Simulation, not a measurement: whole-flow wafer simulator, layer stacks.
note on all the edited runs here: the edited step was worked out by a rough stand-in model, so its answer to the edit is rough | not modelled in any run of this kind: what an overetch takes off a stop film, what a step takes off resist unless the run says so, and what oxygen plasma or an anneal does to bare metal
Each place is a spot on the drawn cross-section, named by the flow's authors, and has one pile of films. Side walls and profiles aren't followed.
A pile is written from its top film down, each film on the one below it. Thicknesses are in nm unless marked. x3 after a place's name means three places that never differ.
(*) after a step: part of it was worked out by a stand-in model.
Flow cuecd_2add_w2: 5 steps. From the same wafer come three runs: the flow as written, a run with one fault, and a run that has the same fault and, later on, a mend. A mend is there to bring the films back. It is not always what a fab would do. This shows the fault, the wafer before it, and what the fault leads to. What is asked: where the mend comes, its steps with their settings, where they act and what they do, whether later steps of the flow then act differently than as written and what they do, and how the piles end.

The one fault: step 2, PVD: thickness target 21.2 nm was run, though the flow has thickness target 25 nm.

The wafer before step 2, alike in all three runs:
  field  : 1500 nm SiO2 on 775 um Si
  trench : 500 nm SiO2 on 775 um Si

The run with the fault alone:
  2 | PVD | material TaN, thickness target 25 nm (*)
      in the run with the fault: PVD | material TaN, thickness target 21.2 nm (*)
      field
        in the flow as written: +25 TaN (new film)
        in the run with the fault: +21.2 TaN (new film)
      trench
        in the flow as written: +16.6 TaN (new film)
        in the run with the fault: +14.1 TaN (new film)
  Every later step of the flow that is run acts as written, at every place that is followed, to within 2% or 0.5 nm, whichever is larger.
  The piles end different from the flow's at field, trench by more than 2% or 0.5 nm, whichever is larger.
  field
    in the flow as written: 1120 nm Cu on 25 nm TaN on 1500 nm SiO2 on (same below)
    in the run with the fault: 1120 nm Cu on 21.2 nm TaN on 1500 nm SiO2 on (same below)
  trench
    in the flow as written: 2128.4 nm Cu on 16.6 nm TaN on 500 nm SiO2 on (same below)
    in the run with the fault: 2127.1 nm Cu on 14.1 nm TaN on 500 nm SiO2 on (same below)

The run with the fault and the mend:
  The mend follows step 2.
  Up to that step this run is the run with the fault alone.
  2a | PVD | material TaN, thickness target 3.8 nm (*) (the flow's step 2 again, with other settings)
      field
        +3.8 TaN
      trench
        +2.51 TaN
  Every later step of the flow that is run acts as written at every place that is followed.
  At every place that both follow, the piles at the end match the flow's.
